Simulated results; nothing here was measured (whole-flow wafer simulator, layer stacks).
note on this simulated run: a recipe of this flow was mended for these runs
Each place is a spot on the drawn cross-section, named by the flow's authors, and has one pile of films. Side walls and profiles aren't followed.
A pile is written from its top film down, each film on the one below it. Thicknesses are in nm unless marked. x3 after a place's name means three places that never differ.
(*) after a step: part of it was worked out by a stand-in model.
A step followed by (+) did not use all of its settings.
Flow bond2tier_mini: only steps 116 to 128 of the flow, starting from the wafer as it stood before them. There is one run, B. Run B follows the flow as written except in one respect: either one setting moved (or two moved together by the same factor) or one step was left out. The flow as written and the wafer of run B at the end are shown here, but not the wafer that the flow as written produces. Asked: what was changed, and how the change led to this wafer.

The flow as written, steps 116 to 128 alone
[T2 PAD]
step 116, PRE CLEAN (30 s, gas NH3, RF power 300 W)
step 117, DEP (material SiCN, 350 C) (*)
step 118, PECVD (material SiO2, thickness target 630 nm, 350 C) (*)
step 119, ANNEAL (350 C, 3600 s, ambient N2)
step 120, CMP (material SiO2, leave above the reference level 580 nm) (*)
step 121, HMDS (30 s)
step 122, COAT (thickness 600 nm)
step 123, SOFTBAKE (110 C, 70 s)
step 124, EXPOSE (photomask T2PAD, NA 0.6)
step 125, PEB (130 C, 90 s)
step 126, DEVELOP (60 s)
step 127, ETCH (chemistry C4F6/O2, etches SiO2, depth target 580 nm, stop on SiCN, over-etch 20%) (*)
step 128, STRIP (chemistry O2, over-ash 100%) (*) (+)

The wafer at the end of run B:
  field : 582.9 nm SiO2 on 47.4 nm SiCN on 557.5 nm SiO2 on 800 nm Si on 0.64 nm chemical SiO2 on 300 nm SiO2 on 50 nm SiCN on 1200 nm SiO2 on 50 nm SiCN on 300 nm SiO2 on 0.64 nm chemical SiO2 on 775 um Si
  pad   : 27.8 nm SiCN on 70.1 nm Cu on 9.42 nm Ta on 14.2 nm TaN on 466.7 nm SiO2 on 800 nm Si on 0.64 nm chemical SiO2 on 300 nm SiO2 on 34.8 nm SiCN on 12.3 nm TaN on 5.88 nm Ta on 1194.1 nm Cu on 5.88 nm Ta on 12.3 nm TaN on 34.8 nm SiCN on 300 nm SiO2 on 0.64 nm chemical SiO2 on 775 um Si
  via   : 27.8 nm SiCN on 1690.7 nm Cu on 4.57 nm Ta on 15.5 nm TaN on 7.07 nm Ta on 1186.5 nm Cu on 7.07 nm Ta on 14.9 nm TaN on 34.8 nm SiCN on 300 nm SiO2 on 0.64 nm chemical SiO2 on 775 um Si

What caused this: step 117, DEP: 363 C was run, whereas the flow has 350 C.

The path from the change to this, step by step:
  step 117, DEP (material SiCN, 350 C) (*)
      field, pad, via: +47.4 SiCN (new film) (it would be, as written: +50 SiCN (new film))
